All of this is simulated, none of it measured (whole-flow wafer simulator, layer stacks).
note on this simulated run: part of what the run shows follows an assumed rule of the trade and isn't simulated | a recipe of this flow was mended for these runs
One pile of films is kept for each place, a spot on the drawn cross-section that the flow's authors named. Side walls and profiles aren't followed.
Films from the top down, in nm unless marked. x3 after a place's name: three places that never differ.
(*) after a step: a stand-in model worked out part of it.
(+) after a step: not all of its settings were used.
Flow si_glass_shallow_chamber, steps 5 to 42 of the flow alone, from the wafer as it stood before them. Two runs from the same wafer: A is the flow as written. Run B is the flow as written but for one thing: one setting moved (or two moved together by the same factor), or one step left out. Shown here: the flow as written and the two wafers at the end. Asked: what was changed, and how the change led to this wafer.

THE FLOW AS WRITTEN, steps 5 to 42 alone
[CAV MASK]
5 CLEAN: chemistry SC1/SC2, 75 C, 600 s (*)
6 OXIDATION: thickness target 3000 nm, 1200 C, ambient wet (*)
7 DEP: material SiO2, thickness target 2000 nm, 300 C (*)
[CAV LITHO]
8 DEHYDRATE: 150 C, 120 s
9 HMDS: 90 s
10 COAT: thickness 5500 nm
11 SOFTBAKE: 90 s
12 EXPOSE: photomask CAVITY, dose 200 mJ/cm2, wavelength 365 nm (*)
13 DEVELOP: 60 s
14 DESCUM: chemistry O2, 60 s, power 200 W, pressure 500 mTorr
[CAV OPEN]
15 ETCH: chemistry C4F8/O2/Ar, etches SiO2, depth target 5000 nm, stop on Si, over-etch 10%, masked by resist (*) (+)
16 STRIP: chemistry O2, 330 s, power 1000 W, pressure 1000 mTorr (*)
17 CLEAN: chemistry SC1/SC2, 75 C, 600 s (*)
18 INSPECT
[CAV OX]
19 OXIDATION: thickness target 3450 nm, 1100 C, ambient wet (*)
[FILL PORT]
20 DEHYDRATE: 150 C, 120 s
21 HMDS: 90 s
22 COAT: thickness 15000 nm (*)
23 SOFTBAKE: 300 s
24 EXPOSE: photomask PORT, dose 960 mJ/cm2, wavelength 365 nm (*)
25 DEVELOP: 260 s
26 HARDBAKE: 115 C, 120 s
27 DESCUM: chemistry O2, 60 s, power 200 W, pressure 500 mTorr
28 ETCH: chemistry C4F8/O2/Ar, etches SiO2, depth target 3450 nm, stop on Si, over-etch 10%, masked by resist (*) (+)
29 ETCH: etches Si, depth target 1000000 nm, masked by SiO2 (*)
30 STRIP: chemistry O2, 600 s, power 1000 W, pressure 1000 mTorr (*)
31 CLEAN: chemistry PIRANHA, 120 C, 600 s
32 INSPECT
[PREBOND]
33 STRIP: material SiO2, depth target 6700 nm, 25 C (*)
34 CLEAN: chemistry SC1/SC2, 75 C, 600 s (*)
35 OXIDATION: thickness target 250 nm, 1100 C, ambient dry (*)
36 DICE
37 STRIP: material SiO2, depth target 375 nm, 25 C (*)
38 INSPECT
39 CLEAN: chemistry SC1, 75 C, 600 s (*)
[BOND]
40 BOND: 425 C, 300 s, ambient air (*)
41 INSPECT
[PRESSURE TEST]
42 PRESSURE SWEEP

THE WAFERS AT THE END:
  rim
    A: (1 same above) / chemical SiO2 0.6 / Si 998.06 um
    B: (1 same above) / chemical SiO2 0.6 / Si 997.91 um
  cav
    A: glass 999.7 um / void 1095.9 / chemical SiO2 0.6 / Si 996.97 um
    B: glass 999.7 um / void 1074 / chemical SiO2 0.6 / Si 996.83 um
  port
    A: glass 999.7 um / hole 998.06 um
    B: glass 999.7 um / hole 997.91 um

The cause: step 6, OXIDATION: thickness target 3432 nm was run, where the flow has thickness target 3000 nm.

How the change led to this, step by step:
  6 OXIDATION: thickness target 3000 nm, 1200 C, ambient wet (*)
      rim, ramp, cav, port, septum, ring: A SiO2 +3000 (new film), chemical SiO2 -0.6 (all of it), Si -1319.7 | B SiO2 +3432 (new film), chemical SiO2 -0.6 (all of it), Si -1509.8
  15 ETCH: chemistry C4F8/O2/Ar, etches SiO2, depth target 5000 nm, stop on Si, over-etch 10%, masked by resist (*) (+)
      cav, port: A SiO2 -5000 (all of it), Si -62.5 | B SiO2 -5432 (all of it), Si -8.5
  19 OXIDATION: thickness target 3450 nm, 1100 C, ambient wet (*)
      rim, ramp, septum, ring: A SiO2 +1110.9, Si -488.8 | B SiO2 +1038.1, Si -456.7
  22 COAT: thickness 15000 nm (*)
      rim: A thick-i-line-resist +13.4 um (new film) | B thick-i-line-resist +13.26 um (new film)
      ramp: A thick-i-line-resist +12.89 um (new film) | B thick-i-line-resist +12.71 um (new film)
      (and at 4 more places)
  23 SOFTBAKE: 300 s
      rim: A thick-i-line-resist -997 | B thick-i-line-resist -1092.4
      ramp: A thick-i-line-resist -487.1 | B thick-i-line-resist -537.9
      (and at 4 more places)
  25 DEVELOP: 260 s
      port: A thick-i-line-resist -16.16 um (all of it) | B thick-i-line-resist -16.26 um (all of it)
  26 HARDBAKE: 115 C, 120 s
      rim, ramp: A thick-i-line-resist -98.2 | B thick-i-line-resist -95.5
  29 ETCH: etches Si, depth target 1000000 nm, masked by SiO2 (*)
      rim, ramp: A thick-i-line-resist -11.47 um (all of it), SiO2 -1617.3 | B thick-i-line-resist -11.24 um (all of it), SiO2 -1740.2
      port: A hole +997.05 um (new film), Si -997.05 um (all of it) | B hole +996.91 um (new film), Si -996.91 um (all of it)
      (and at 2 more places)
  30 STRIP: chemistry O2, 600 s, power 1000 W, pressure 1000 mTorr (*)
      cav: A thick-i-line-resist -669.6 (all of it) | B thick-i-line-resist -772 (all of it)
  33 STRIP: material SiO2, depth target 6700 nm, 25 C (*)
      rim, ramp: A SiO2 -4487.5 (all of it) | B SiO2 -4723.8 (all of it)
      septum: A SiO2 -5732.1 (all of it) | B SiO2 -6080.8 (all of it)
      (and at 1 more place)
  40 BOND: 425 C, 300 s, ambient air (*)
      port: A glass +999.7 um (new film), hole +1017.3 | B glass +999.7 um (new film), hole +995.3
